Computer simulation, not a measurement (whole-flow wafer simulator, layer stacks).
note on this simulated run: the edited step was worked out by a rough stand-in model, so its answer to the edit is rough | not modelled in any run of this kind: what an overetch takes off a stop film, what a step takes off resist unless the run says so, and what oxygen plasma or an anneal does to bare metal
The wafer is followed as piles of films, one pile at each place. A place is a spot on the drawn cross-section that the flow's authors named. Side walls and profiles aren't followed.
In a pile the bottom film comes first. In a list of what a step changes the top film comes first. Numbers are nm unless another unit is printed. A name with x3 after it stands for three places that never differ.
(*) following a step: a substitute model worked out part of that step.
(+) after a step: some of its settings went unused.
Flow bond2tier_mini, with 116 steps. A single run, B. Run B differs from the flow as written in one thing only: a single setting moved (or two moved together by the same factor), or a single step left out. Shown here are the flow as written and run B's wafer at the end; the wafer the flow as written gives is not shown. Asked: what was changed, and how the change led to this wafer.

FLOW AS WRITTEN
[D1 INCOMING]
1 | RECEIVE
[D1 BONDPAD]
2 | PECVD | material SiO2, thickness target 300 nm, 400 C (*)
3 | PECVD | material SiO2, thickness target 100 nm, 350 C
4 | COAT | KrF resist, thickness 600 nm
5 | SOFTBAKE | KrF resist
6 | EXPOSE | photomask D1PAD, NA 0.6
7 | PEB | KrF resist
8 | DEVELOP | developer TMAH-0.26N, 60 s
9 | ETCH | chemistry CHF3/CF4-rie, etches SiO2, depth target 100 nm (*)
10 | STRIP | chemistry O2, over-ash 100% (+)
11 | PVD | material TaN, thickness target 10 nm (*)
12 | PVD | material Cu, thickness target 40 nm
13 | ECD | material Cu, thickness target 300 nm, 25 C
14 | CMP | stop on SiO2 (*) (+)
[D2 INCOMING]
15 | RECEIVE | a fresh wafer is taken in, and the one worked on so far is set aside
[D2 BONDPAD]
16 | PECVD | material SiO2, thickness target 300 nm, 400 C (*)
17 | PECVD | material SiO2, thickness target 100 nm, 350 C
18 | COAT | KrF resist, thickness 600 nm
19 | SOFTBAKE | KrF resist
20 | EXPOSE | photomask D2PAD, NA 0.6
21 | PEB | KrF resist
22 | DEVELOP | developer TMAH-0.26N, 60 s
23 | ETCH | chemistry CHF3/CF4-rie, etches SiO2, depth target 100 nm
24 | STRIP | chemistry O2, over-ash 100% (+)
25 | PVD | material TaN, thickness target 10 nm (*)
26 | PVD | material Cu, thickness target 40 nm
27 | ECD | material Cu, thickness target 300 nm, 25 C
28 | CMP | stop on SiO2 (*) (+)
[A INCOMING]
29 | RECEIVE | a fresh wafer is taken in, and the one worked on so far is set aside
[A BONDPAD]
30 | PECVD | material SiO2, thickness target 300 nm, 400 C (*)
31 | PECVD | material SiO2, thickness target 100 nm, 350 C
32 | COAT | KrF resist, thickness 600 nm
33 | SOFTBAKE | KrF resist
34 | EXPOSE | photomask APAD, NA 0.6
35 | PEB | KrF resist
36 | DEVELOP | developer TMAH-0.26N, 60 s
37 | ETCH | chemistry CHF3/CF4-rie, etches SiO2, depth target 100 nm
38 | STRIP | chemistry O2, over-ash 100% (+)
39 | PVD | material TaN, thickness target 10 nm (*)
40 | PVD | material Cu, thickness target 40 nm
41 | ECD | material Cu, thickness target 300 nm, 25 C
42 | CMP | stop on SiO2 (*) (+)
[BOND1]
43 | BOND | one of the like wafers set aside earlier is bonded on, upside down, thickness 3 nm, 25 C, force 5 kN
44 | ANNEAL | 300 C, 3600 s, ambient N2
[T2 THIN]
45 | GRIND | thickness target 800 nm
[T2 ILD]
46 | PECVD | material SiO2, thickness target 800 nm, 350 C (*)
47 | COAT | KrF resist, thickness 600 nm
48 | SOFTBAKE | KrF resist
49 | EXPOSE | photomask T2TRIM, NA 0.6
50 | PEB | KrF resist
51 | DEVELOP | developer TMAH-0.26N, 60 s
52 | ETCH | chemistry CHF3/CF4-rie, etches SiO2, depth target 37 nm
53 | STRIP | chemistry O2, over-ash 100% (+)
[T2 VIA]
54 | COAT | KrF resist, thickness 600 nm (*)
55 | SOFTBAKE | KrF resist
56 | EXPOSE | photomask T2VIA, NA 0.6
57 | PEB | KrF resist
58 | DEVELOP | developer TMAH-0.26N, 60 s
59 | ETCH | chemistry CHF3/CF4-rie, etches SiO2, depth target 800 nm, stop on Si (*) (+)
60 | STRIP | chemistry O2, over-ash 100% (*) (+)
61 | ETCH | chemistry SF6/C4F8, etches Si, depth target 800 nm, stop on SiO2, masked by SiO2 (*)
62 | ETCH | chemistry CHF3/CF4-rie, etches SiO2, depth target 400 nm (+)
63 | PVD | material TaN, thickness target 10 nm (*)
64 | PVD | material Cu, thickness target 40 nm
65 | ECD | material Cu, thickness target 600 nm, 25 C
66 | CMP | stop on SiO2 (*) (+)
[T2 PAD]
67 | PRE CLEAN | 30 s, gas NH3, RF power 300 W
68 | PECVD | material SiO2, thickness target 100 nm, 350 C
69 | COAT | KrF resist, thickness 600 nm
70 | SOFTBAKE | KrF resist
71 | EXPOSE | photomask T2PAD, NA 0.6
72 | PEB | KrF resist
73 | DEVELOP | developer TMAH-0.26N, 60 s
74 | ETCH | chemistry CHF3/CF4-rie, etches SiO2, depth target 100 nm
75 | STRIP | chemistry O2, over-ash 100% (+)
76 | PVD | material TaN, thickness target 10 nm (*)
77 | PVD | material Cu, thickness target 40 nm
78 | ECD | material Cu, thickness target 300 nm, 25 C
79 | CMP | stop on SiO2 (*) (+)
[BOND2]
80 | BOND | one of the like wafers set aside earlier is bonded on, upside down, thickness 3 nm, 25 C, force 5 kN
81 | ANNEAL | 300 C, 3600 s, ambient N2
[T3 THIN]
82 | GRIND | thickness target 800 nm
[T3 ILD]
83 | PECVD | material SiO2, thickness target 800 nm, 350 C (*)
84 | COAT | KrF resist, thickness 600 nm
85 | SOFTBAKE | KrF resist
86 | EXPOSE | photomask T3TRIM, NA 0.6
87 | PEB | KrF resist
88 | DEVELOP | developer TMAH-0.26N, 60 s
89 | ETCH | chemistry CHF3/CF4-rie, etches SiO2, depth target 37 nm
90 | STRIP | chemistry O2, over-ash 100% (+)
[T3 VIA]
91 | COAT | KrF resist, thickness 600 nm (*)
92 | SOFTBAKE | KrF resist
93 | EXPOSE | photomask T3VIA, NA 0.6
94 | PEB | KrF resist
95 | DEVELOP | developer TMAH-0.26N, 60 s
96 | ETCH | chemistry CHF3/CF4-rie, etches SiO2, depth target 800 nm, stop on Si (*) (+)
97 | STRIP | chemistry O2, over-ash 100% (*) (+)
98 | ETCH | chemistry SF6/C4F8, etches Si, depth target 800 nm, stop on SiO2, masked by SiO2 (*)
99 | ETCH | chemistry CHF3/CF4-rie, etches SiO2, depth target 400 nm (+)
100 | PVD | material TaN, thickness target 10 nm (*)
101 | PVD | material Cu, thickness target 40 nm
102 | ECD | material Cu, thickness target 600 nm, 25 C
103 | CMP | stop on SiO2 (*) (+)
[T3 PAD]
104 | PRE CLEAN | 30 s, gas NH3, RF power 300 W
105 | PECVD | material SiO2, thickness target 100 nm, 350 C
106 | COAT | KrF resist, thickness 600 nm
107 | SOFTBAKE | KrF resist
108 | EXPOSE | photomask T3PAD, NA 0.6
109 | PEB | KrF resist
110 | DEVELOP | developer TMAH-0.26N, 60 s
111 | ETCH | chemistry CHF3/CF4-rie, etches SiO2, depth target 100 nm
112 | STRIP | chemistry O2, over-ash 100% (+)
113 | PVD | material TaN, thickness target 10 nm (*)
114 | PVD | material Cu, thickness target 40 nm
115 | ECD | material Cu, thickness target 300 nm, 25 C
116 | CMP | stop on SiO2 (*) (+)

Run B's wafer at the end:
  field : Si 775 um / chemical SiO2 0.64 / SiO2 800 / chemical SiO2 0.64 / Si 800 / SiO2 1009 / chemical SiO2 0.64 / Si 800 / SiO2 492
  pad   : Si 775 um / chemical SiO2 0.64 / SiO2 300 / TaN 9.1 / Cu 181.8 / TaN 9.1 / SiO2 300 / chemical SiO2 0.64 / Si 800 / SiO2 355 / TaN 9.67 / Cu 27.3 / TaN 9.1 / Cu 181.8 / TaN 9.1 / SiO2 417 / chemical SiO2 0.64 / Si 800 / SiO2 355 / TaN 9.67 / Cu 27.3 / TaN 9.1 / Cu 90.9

What caused this: step 16, PECVD: thickness target 417 nm was run, whereas the flow has thickness target 300 nm.
The wafer itself shows it: pad has SiO2 417, and step 16 as written asks for 300 nm.

How this came from the change, step by step:
  16 | PECVD | material SiO2, thickness target 300 nm, 400 C (*)
      field, pad, via: SiO2 gains 417 (new film) (as written it would have been: SiO2 gains 300 (new film))
  80 | BOND | one of the like wafers set aside earlier is bonded on, upside down, thickness 3 nm, 25 C, force 5 kN
      field: Si gains 775 um (new film), chemical SiO2 gains 0.64 (new film), SiO2 gains 517 (as written it would have been: Si gains 775 um (new film), chemical SiO2 gains 0.64 (new film), SiO2 gains 400)
      pad: Si gains 775 um (new film), chemical SiO2 gains 0.64 (new film), SiO2 gains 417 (new film), TaN gains 9.1 (new film), Cu gains 90.9 (as written it would have been: Si gains 775 um (new film), chemical SiO2 gains 0.64 (new film), SiO2 gains 300 (new film), TaN gains 9.1 (new film), Cu gains 90.9)
